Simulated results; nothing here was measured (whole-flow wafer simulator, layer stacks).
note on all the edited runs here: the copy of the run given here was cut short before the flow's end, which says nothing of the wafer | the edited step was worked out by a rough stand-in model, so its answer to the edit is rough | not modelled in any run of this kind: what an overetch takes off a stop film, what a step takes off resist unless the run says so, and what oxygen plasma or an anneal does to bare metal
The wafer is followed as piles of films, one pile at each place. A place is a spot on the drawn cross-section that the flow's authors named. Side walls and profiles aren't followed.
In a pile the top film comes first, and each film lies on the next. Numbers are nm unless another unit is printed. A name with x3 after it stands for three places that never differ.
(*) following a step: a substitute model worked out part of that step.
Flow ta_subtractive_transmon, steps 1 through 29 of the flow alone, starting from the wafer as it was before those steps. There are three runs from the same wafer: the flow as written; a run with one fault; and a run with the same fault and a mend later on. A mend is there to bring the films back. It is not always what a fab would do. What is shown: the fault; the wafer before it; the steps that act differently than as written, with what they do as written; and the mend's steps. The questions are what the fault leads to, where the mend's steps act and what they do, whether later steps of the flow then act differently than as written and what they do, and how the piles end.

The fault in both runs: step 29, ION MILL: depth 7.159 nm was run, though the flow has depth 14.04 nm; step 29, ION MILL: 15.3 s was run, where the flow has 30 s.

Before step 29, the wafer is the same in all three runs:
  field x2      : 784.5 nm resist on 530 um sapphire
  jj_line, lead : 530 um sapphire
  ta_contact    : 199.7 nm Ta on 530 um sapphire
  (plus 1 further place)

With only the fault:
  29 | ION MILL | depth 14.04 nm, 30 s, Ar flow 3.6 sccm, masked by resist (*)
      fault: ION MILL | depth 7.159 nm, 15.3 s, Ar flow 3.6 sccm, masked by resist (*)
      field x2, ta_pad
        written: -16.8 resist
        fault: -8.56 resist
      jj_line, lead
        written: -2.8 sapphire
        fault: -1.43 sapphire
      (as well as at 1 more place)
  None of the later steps of the flow acts differently than as written at any place that is followed.
  At ta_contact, the piles at the end differ from the flow's by more than 2% or 0.5 nm, whichever is larger.
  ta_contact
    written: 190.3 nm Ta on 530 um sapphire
    fault: 194.9 nm Ta on 530 um sapphire

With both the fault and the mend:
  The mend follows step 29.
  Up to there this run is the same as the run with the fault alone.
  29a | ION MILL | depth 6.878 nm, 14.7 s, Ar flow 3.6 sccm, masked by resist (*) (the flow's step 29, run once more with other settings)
      field x2, ta_pad
        -8.23 resist
      jj_line, lead
        -1.37 sapphire
      ta_contact
        -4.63 Ta
  None of the later steps of the flow acts differently than as written at any place that is followed.
  The piles end the same as the flow's at every place that both follow.
